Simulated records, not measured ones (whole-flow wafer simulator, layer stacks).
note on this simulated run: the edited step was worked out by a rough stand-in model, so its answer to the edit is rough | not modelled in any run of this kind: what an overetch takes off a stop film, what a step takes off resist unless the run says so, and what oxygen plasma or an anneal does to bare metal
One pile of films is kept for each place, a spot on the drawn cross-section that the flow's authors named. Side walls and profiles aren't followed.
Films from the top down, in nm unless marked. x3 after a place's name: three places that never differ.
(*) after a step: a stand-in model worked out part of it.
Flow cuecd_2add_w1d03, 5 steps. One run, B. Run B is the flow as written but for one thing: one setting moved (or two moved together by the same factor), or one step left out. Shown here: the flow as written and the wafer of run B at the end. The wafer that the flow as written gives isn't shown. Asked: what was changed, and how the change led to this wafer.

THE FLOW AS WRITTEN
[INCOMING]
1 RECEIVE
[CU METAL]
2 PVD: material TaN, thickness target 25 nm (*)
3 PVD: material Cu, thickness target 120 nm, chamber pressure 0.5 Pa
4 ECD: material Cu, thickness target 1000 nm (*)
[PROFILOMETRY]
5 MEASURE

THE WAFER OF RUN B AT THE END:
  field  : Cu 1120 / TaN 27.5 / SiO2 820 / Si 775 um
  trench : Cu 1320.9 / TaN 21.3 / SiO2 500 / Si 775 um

The cause: step 2, PVD: thickness target 27.5 nm was run, where the flow has thickness target 25 nm.
It can be read off the wafer: field has TaN 27.5, and step 2 as written asks for 25 nm.

How the change led to this, step by step:
  2 PVD: material TaN, thickness target 25 nm (*)
      field: TaN +27.5 (new film) (as written it would be: TaN +25 (new film))
      trench: TaN +21.3 (new film) (as written it would be: TaN +19.4 (new film))
